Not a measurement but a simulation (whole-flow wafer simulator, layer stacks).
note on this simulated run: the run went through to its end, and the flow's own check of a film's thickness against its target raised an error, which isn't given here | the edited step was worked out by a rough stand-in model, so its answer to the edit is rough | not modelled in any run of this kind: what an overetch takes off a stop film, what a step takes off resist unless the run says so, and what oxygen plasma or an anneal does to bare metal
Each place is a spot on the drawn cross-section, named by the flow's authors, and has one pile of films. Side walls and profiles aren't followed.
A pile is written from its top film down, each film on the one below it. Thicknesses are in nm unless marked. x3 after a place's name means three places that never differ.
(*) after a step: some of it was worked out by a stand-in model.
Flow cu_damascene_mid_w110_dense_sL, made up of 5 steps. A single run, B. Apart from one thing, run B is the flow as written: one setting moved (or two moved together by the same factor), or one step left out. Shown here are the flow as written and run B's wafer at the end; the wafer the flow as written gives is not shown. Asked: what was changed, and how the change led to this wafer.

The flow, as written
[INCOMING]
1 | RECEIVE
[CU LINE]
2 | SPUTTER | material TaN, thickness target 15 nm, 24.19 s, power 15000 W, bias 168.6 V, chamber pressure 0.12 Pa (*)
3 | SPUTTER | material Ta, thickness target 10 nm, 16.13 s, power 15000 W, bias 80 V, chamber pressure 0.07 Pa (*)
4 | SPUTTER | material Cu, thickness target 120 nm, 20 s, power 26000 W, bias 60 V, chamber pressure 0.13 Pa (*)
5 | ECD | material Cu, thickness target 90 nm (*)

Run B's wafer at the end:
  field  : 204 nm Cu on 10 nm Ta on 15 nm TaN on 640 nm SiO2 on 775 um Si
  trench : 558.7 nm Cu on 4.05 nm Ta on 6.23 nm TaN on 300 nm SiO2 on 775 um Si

What caused this: step 4, SPUTTER: thickness target 114 nm was run, whereas the flow has thickness target 120 nm; step 4, SPUTTER: 19 s was run, where the flow has 20 s.

The path from the change to this, step by step:
  4 | SPUTTER | material Cu, thickness target 120 nm, 20 s, power 26000 W, bias 60 V, chamber pressure 0.13 Pa (*)
      field: +114 Cu (new film) (as written it would have been: +120 Cu (new film))
      trench: +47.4 Cu (new film) (as written it would have been: +49.9 Cu (new film))
